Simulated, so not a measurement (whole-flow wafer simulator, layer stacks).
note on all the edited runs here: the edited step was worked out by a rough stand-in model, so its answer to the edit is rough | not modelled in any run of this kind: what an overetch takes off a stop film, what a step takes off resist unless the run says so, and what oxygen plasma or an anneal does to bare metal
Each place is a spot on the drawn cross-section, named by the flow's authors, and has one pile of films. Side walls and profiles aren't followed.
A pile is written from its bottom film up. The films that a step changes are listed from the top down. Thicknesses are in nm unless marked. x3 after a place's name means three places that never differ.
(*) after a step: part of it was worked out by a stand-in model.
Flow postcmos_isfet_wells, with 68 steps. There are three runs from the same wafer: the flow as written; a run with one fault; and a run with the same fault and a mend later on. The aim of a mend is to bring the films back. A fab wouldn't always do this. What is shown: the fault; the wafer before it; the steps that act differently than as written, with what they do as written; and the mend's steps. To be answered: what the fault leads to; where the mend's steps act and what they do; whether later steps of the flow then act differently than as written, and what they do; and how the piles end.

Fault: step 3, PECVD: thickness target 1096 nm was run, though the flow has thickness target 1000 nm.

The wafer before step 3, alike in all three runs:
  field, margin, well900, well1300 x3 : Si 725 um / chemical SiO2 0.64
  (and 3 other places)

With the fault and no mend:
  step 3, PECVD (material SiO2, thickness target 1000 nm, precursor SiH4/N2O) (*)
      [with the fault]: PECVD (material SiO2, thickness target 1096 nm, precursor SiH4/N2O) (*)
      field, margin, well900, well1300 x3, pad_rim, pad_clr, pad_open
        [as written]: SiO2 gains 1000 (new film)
        [with the fault]: SiO2 gains 1096 (new film)
  Every later step of the flow that is run acts as written at every place that is followed.
  The piles end different from the flow's at field, margin, well900, well1300 x3, pad_rim, pad_clr, pad_open by more than 2% or 0.5 nm, whichever is larger.
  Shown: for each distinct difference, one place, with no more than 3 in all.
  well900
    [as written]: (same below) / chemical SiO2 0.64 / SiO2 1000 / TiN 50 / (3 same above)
    [with the fault]: (same below) / chemical SiO2 0.64 / SiO2 1096 / TiN 50 / (3 same above)
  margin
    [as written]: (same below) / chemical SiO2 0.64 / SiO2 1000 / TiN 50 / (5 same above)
    [with the fault]: (same below) / chemical SiO2 0.64 / SiO2 1096 / TiN 50 / (5 same above)
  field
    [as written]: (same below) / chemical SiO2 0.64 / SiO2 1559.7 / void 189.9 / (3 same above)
    [with the fault]: (same below) / chemical SiO2 0.64 / SiO2 1655.7 / void 189.9 / (3 same above)

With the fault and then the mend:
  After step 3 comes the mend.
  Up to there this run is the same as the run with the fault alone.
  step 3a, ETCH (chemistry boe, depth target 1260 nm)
      field, margin, well900, well1300 x3, pad_rim, pad_clr, pad_open
        SiO2 loses 1096 (all of it), chemical SiO2 loses 0.64 (all of it)
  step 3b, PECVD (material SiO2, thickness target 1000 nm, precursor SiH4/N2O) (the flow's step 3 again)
      field, margin, well900, well1300 x3, pad_rim, pad_clr, pad_open
        SiO2 gains 1000 (new film)
  Every later step of the flow that is run acts as written at every place that is followed.
  The piles end different from the flow's at field, margin, well900, well1300 x3, pad_rim, pad_clr, pad_open by more than 2% or 0.5 nm, whichever is larger.
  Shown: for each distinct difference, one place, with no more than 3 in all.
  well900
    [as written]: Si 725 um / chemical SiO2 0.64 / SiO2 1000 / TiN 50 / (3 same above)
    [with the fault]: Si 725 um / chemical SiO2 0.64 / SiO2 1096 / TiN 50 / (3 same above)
    [with the mend]: Si 725 um / SiO2 1000 / TiN 50 / (3 same above)
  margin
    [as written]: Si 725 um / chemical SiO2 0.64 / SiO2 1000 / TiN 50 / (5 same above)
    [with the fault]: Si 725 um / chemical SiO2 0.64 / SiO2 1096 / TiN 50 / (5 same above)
    [with the mend]: Si 725 um / SiO2 1000 / TiN 50 / (5 same above)
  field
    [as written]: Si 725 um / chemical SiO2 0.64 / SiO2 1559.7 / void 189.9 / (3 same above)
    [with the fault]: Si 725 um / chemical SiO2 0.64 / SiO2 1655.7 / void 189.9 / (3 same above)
    [with the mend]: Si 725 um / SiO2 1559.7 / void 189.9 / (3 same above)
